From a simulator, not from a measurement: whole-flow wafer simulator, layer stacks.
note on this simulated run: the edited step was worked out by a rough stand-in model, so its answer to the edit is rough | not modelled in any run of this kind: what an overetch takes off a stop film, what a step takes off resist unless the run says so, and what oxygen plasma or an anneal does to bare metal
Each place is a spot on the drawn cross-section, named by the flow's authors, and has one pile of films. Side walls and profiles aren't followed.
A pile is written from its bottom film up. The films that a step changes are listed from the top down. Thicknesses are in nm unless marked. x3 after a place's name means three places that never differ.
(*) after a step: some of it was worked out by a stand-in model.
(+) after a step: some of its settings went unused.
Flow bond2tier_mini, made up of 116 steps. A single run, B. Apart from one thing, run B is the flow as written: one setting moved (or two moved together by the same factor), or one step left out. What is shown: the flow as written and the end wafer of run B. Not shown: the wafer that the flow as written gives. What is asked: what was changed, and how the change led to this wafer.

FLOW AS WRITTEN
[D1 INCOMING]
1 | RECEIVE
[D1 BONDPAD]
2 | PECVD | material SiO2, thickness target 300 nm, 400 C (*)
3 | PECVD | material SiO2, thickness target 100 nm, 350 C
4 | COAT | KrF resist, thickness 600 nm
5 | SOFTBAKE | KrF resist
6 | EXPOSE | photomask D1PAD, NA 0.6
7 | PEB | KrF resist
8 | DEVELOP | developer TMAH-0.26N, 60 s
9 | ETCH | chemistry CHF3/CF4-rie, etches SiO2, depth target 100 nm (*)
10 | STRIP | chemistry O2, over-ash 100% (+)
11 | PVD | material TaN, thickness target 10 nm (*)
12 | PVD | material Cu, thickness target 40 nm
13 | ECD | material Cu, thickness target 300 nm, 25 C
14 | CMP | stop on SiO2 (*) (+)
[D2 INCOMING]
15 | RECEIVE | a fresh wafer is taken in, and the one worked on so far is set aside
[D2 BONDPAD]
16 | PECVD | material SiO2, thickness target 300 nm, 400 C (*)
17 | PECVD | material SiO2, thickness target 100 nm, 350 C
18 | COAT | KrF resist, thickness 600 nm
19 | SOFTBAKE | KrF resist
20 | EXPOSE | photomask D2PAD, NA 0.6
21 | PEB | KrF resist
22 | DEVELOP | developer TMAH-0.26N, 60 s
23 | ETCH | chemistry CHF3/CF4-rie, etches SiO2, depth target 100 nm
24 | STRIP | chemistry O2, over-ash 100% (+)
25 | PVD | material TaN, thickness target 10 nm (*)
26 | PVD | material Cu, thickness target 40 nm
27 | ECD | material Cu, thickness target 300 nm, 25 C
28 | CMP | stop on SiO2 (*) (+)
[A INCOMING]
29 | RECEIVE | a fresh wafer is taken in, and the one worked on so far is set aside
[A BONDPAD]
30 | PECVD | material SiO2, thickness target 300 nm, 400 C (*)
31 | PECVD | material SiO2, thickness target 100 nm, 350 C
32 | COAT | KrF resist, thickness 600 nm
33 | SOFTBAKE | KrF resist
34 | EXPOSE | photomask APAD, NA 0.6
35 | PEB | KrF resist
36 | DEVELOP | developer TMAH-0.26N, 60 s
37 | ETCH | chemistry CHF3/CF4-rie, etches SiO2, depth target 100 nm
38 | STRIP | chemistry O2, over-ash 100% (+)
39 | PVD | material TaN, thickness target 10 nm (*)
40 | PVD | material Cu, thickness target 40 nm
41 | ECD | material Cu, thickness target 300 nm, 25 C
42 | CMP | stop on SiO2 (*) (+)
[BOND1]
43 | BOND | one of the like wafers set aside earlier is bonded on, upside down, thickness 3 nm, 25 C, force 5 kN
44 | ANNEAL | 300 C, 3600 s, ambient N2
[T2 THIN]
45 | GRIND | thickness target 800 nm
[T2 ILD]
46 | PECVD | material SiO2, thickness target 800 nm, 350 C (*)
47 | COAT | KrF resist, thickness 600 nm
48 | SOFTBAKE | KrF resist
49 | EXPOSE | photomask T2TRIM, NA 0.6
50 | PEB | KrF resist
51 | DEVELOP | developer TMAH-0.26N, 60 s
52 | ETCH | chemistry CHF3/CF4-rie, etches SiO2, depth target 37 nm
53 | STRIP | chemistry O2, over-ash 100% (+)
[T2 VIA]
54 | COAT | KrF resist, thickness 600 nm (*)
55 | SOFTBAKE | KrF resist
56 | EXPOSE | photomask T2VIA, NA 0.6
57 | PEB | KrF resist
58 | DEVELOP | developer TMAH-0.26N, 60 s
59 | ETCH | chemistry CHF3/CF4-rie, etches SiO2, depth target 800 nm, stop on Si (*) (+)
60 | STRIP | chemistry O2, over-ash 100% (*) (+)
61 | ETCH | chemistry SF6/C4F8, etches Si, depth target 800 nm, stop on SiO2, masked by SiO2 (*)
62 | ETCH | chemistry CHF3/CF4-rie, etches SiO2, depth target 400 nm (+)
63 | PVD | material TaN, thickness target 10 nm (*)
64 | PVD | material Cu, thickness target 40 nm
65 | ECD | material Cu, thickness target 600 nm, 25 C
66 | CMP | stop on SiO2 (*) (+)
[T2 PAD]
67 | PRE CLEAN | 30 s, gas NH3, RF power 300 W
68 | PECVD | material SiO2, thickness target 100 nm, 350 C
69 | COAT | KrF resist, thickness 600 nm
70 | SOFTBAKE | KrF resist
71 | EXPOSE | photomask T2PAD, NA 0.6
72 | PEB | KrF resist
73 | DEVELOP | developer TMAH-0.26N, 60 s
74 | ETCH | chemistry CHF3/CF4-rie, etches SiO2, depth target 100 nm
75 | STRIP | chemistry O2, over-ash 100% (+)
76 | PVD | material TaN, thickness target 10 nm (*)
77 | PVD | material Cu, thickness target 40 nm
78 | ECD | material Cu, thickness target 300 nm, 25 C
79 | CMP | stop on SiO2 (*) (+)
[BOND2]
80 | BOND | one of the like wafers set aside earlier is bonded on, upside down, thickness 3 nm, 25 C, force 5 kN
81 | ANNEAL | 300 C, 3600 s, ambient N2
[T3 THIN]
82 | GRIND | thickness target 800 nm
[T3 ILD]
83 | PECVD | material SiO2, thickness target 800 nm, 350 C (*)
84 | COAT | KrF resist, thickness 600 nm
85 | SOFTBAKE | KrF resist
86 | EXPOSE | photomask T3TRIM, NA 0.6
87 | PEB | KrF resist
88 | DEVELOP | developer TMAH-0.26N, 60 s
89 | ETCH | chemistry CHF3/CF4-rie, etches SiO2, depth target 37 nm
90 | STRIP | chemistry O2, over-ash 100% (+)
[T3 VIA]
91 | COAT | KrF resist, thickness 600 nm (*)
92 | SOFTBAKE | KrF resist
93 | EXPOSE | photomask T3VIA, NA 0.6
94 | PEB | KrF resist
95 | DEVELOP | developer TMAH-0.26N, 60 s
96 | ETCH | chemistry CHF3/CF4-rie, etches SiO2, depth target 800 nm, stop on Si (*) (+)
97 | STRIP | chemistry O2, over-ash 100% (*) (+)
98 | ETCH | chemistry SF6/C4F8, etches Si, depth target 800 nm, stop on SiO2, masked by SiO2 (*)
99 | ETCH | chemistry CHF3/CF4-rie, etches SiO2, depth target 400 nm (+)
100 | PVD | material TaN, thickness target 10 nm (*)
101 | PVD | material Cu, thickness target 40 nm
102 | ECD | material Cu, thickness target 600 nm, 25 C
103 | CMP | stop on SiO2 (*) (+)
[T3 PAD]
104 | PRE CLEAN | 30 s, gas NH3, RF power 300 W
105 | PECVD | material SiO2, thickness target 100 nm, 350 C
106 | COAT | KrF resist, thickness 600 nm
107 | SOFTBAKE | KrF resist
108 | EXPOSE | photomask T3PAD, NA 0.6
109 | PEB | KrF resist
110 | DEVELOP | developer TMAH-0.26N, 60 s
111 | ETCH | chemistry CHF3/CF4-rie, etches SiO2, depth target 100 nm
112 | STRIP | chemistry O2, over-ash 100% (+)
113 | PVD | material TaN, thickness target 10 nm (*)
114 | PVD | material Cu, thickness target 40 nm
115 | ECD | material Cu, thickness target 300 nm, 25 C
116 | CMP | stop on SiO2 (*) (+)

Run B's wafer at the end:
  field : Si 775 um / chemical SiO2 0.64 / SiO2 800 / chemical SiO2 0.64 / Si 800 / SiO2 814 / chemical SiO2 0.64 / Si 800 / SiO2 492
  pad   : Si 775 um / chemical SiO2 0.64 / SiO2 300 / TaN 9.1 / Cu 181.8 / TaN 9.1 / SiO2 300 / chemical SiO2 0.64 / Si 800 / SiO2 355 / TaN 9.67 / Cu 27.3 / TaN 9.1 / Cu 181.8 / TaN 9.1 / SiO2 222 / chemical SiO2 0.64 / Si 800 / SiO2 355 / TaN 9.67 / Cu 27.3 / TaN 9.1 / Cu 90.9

Cause: step 16, PECVD: thickness target 222 nm was run, though the flow has thickness target 300 nm.
The wafer itself shows it: pad has SiO2 222, and step 16 as written asks for 300 nm.

Step by step, how the change led to this:
  16 | PECVD | material SiO2, thickness target 300 nm, 400 C (*)
      field, pad, via: SiO2 gains 222 (new film) (as written it would have been: SiO2 gains 300 (new film))
  80 | BOND | one of the like wafers set aside earlier is bonded on, upside down, thickness 3 nm, 25 C, force 5 kN
      field: Si gains 775 um (new film), chemical SiO2 gains 0.64 (new film), SiO2 gains 322 (as written it would have been: Si gains 775 um (new film), chemical SiO2 gains 0.64 (new film), SiO2 gains 400)
      pad: Si gains 775 um (new film), chemical SiO2 gains 0.64 (new film), SiO2 gains 222 (new film), TaN gains 9.1 (new film), Cu gains 90.9 (as written it would have been: Si gains 775 um (new film), chemical SiO2 gains 0.64 (new film), SiO2 gains 300 (new film), TaN gains 9.1 (new film), Cu gains 90.9)
